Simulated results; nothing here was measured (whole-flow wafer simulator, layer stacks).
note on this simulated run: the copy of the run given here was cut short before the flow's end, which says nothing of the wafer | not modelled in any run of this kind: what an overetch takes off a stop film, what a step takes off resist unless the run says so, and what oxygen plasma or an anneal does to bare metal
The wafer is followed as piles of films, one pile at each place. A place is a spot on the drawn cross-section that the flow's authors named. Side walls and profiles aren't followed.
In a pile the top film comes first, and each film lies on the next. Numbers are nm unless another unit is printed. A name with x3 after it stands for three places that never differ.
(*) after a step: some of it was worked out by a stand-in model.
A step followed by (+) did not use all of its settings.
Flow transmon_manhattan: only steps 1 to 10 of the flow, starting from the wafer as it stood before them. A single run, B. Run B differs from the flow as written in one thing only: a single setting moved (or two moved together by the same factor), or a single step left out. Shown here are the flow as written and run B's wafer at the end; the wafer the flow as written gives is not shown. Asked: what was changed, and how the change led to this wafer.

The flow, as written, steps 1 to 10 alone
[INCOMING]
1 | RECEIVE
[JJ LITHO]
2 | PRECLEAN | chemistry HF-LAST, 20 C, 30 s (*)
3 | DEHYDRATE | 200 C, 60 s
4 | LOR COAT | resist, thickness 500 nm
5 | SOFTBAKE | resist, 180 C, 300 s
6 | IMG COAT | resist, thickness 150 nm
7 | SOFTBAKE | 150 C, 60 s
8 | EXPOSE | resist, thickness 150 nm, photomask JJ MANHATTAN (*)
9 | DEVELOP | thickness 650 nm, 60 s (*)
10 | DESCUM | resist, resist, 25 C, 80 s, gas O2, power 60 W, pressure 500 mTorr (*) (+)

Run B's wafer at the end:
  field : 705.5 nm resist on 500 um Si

What caused this: step 6, IMG COAT: thickness 217.5 nm was run, though the flow has thickness 150 nm.

How this came from the change, step by step:
  6 | IMG COAT | resist, thickness 150 nm
      field, chan_a x2: resist gains 217.5 (in the flow as written it would be: resist gains 150)
  9 | DEVELOP | thickness 650 nm, 60 s (*)
      chan_a x2: resist loses 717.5 (all of it) (in the flow as written it would be: resist loses 650 (all of it))
